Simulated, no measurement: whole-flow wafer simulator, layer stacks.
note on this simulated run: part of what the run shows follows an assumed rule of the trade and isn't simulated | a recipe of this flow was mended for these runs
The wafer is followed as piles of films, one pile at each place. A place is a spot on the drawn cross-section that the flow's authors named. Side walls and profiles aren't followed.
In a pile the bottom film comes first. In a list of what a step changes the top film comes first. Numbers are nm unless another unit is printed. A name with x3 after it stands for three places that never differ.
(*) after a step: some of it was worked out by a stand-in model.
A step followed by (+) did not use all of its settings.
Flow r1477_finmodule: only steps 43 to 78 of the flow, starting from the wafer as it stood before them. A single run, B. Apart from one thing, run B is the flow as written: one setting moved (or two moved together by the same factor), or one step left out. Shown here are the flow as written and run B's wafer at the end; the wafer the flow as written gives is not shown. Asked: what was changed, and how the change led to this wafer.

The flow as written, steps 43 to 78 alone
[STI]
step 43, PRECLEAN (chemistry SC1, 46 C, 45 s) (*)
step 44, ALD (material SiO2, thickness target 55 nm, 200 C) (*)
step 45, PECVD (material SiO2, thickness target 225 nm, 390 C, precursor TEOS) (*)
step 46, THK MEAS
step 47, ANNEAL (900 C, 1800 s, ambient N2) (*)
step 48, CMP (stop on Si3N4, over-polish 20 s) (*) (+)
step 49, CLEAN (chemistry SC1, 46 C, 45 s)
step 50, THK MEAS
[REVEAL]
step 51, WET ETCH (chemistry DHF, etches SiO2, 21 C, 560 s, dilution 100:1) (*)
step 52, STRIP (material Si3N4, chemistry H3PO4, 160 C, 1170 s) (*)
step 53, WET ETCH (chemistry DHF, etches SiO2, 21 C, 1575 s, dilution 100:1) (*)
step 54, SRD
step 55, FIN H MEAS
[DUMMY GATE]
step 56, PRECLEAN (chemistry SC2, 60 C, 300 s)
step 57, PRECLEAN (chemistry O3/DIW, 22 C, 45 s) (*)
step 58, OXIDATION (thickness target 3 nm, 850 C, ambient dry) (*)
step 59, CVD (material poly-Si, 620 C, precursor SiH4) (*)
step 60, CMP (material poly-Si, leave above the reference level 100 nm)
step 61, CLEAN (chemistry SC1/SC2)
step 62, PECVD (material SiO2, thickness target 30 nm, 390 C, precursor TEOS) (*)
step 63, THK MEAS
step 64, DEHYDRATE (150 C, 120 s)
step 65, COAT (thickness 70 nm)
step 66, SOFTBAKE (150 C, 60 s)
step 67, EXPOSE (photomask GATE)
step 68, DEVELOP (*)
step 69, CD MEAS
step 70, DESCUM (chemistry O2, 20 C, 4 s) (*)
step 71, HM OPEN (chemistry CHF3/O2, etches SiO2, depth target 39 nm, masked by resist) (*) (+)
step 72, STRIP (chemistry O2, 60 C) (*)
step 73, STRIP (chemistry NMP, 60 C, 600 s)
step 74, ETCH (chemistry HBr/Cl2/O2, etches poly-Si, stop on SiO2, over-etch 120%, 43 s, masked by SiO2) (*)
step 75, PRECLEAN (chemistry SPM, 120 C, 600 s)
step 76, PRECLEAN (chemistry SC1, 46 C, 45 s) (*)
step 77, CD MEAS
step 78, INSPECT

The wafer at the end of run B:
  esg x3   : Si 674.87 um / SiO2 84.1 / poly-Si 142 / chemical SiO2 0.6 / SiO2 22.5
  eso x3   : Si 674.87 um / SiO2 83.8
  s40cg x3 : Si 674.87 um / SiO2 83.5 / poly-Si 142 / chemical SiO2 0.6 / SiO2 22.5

The reason: step 53, WET ETCH: 19.7 C was run, though the flow has 21 C.

How this came from the change, step by step:
  step 53, WET ETCH (chemistry DHF, etches SiO2, 21 C, 1575 s, dilution 100:1) (*)
      esg x3, e200sg, s40cg x3, s40sg x3, eso x3, e200so, s40co x3, s40so x3: -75 SiO2 (as written it would have been: -79.1 SiO2)
      pad, padg: -81.2 SiO2 (as written it would have been: -85.7 SiO2)
  step 60, CMP (material poly-Si, leave above the reference level 100 nm)
      pad, padg: -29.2 poly-Si (as written it would have been: -24.8 poly-Si)
  step 74, ETCH (chemistry HBr/Cl2/O2, etches poly-Si, stop on SiO2, over-etch 120%, 43 s, masked by SiO2) (*)
      eso x3, e200so, s40co x3, s40so x3: -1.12 chemical SiO2 (all of it), -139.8 poly-Si (all of it), -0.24 SiO2 (as written it would have been: -1.12 chemical SiO2 (all of it), -143.9 poly-Si (all of it), -0.22 SiO2)
      pad: -1.12 chemical SiO2 (all of it), -148.4 poly-Si (all of it), -0.19 SiO2 (as written it would have been: -1.12 chemical SiO2 (all of it), -152.8 poly-Si (all of it), -0.17 SiO2)
